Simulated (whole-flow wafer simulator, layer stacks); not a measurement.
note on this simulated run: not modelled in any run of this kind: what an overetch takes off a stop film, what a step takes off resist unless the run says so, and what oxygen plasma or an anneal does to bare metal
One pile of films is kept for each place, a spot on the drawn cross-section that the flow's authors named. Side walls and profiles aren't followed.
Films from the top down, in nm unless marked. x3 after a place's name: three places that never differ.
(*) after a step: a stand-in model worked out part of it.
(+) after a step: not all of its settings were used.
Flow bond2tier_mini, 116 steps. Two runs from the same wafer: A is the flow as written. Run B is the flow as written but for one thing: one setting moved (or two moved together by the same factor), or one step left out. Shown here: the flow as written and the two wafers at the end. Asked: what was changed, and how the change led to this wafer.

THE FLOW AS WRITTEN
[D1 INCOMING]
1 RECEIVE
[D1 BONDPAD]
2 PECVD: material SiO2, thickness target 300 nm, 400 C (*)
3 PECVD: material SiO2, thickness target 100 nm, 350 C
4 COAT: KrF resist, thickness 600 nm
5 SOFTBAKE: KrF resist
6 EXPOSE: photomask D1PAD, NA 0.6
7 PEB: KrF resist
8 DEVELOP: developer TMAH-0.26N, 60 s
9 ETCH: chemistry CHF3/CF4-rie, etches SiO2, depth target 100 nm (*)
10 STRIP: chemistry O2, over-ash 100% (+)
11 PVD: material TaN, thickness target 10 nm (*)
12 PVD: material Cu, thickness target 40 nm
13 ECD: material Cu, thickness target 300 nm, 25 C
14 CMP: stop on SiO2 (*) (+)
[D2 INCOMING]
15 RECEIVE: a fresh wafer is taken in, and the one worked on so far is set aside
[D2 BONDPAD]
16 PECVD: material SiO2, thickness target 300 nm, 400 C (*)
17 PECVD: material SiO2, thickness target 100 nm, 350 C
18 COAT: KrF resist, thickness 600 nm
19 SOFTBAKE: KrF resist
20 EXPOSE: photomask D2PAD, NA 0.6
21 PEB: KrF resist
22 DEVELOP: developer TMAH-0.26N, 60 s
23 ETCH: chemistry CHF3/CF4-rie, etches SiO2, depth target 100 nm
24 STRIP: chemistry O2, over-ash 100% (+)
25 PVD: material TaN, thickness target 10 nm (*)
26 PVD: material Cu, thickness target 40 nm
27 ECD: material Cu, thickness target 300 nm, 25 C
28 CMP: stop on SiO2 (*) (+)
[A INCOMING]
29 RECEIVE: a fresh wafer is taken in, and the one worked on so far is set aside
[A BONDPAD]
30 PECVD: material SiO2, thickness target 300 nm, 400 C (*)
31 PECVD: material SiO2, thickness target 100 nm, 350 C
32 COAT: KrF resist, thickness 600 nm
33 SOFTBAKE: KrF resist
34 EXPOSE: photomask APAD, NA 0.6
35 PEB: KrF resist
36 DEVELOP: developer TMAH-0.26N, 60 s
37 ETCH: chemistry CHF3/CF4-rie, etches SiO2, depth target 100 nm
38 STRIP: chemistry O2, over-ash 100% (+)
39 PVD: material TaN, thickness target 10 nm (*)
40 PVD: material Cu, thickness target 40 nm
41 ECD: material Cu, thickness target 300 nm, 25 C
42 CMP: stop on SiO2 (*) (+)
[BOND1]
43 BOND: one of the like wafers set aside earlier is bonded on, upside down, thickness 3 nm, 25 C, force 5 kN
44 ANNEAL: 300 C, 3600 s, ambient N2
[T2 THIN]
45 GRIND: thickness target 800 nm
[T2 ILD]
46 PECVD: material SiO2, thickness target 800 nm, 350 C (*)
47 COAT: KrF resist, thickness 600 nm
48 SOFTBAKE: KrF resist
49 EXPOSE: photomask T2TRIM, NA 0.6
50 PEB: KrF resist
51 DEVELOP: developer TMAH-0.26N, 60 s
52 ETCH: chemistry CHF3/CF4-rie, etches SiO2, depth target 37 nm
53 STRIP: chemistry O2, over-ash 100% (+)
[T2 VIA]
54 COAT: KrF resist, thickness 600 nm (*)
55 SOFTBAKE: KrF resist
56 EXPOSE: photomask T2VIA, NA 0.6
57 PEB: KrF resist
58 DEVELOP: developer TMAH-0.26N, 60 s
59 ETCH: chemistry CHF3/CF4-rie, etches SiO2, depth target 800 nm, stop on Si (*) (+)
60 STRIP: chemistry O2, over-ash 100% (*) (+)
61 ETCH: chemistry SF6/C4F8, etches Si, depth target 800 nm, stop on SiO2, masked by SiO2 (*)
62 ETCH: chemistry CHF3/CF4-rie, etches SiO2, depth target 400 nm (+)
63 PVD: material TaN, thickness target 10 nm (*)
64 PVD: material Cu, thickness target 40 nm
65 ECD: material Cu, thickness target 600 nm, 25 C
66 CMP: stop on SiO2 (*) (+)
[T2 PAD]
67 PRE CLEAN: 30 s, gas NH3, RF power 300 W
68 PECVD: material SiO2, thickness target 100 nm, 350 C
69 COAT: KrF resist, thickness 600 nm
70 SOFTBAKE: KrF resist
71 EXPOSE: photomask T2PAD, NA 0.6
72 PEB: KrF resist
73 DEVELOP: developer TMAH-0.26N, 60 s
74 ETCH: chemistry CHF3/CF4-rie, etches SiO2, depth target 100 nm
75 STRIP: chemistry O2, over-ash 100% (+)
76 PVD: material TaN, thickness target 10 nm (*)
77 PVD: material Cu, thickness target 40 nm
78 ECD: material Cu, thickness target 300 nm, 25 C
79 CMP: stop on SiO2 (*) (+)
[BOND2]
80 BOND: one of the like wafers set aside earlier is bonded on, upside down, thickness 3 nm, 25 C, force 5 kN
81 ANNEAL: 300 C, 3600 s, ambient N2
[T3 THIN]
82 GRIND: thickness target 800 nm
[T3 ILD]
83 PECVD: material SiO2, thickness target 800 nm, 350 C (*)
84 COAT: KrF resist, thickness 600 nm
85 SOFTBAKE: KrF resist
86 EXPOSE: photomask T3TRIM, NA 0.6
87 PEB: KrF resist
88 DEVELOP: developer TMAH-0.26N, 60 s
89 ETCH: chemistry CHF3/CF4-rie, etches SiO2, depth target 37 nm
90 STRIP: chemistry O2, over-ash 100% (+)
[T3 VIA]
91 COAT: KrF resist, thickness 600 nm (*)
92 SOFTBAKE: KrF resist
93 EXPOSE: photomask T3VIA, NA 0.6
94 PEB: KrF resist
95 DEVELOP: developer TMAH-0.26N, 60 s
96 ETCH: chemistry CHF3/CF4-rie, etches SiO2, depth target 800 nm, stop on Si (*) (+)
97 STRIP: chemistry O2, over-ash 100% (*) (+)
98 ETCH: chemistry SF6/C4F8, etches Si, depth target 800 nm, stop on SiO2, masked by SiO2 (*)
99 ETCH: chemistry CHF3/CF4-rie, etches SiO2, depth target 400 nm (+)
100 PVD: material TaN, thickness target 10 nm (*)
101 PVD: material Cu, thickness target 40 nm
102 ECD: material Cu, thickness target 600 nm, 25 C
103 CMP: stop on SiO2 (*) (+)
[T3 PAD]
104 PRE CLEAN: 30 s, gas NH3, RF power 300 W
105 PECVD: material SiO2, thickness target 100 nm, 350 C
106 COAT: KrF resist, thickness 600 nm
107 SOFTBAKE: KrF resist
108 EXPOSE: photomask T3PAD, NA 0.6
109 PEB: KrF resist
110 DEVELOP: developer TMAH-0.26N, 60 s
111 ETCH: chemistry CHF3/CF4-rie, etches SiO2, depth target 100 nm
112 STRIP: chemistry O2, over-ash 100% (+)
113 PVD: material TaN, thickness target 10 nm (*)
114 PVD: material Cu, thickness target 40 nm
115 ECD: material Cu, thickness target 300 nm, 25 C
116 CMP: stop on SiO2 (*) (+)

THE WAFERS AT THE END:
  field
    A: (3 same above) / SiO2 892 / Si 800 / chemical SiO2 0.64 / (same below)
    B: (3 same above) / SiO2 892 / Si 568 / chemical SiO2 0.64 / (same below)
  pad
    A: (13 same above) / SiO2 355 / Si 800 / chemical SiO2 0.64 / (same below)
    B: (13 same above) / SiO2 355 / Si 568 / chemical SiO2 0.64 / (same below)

The cause: step 45, GRIND: thickness target 568 nm was run, where the flow has thickness target 800 nm.
It can be read off the wafer: field has Si 568, and step 45 as written asks for 800 nm.

How the change led to this, step by step:
  45 GRIND: thickness target 800 nm
      field, pad, via: A Si -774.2 um | B Si -774.43 um
